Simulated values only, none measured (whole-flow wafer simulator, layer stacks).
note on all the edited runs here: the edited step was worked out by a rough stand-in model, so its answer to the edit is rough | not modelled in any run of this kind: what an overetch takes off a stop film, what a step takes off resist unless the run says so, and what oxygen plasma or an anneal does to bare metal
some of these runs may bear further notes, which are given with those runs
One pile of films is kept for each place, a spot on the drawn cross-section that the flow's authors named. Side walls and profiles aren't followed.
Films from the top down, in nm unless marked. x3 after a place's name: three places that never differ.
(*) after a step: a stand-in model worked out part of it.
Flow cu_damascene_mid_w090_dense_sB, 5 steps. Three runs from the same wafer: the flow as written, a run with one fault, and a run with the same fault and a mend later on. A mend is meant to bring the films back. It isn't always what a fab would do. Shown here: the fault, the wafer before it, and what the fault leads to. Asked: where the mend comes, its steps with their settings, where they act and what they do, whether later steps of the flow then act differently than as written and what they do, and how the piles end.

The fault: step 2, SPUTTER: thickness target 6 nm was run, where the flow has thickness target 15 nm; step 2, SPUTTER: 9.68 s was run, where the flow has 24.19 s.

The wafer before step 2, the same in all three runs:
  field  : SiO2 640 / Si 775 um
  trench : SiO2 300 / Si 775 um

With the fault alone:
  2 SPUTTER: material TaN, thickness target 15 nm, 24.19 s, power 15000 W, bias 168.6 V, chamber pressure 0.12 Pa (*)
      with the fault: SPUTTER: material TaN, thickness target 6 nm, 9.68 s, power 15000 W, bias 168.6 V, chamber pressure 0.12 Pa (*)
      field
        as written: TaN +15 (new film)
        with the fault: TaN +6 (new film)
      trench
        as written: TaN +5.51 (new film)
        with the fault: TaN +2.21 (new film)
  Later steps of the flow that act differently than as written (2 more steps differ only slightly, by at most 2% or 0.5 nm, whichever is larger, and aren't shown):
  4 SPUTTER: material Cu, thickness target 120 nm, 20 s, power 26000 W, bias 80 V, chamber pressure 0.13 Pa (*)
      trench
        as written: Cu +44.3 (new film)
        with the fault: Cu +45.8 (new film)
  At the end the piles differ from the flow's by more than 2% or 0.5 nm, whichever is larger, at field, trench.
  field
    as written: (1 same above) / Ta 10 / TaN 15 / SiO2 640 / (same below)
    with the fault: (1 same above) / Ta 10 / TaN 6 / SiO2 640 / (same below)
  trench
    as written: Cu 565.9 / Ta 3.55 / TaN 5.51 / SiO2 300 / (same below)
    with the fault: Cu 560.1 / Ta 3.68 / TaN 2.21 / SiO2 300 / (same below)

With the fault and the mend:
  The mend comes after step 2.
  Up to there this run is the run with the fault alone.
  2a SPUTTER: material TaN, thickness target 9 nm, 14.51 s, power 15000 W, bias 168.6 V, chamber pressure 0.12 Pa (*) (the flow's step 2 once more, with other settings)
      field
        TaN +9
      trench
        TaN +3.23
  No later step of the flow acts differently than as written, at any place that is followed, by more than 2% or 0.5 nm, whichever is larger.
  At the end the piles differ from the flow's only slightly at the places that both follow, by at most 2% or 0.5 nm, whichever is larger.
